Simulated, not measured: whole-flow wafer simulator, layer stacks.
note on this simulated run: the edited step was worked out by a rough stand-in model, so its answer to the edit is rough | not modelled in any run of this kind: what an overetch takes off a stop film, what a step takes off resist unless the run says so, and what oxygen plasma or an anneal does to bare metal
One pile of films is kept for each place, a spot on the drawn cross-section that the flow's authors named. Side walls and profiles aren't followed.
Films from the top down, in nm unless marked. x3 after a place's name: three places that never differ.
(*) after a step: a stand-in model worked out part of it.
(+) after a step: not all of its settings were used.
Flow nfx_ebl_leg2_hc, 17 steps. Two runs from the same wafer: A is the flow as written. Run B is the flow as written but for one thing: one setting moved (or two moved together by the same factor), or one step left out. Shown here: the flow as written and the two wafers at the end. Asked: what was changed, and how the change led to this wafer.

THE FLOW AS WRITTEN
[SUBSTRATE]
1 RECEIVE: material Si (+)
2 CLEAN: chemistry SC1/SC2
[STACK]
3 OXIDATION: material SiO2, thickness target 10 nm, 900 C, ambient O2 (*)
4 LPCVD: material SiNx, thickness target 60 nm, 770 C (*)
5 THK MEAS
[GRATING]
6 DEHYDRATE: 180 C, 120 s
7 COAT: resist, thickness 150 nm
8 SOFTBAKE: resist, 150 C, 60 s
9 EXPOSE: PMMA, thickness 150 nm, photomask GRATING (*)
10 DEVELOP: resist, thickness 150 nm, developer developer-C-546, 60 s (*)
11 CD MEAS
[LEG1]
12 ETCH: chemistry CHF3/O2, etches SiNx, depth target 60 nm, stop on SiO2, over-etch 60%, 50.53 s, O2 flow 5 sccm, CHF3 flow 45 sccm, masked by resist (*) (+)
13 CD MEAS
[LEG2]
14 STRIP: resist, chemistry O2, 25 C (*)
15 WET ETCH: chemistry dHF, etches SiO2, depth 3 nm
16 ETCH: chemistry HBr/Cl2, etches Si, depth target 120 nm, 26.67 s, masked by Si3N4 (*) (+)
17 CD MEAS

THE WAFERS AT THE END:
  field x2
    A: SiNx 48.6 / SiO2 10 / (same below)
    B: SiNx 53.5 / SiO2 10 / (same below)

The cause: step 4, LPCVD: thickness target 64.9 nm was run, where the flow has thickness target 60 nm.

How the change led to this, step by step:
  4 LPCVD: material SiNx, thickness target 60 nm, 770 C (*)
      field x2, pad x2: A SiNx +60 (new film) | B SiNx +64.9 (new film)
  12 ETCH: chemistry CHF3/O2, etches SiNx, depth target 60 nm, stop on SiO2, over-etch 60%, 50.53 s, O2 flow 5 sccm, CHF3 flow 45 sccm, masked by resist (*) (+)
      pad x2: A SiNx -60 (all of it), SiO2 -10 (all of it) | B SiNx -64.9 (all of it), SiO2 -10 (all of it)
